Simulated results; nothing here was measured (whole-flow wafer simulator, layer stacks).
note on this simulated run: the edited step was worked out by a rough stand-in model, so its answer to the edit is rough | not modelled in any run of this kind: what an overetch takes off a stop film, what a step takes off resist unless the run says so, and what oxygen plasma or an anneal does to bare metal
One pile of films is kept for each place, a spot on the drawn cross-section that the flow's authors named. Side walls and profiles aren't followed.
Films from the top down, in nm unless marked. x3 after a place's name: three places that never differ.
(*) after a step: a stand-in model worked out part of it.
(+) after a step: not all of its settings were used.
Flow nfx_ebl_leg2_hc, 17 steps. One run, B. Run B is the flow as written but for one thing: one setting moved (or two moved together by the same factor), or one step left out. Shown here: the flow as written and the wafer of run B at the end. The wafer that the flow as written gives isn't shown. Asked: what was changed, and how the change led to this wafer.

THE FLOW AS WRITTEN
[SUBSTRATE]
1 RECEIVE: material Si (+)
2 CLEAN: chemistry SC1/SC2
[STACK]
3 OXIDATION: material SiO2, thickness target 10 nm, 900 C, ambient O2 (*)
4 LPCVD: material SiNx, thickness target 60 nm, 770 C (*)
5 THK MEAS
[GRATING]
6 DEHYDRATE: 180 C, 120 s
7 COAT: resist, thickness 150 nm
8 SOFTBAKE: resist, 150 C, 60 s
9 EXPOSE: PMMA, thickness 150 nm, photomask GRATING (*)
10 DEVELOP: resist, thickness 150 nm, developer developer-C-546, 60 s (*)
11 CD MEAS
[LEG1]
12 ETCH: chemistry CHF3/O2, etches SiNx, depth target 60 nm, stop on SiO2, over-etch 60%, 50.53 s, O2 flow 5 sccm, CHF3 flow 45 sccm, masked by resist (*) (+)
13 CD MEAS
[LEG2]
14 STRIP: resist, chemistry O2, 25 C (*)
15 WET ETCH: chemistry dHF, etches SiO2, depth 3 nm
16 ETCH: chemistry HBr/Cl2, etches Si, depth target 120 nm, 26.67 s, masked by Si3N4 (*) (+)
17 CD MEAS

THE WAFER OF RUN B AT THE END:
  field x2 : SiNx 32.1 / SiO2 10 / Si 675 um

The cause: step 4, LPCVD: thickness target 43.5 nm was run, where the flow has thickness target 60 nm.

How the change led to this, step by step:
  4 LPCVD: material SiNx, thickness target 60 nm, 770 C (*)
      field x2, pad x2: SiNx +43.5 (new film) (as written it would be: SiNx +60 (new film))
  12 ETCH: chemistry CHF3/O2, etches SiNx, depth target 60 nm, stop on SiO2, over-etch 60%, 50.53 s, O2 flow 5 sccm, CHF3 flow 45 sccm, masked by resist (*) (+)
      pad x2: SiNx -43.5 (all of it), SiO2 -10 (all of it) (as written it would be: SiNx -60 (all of it), SiO2 -10 (all of it))
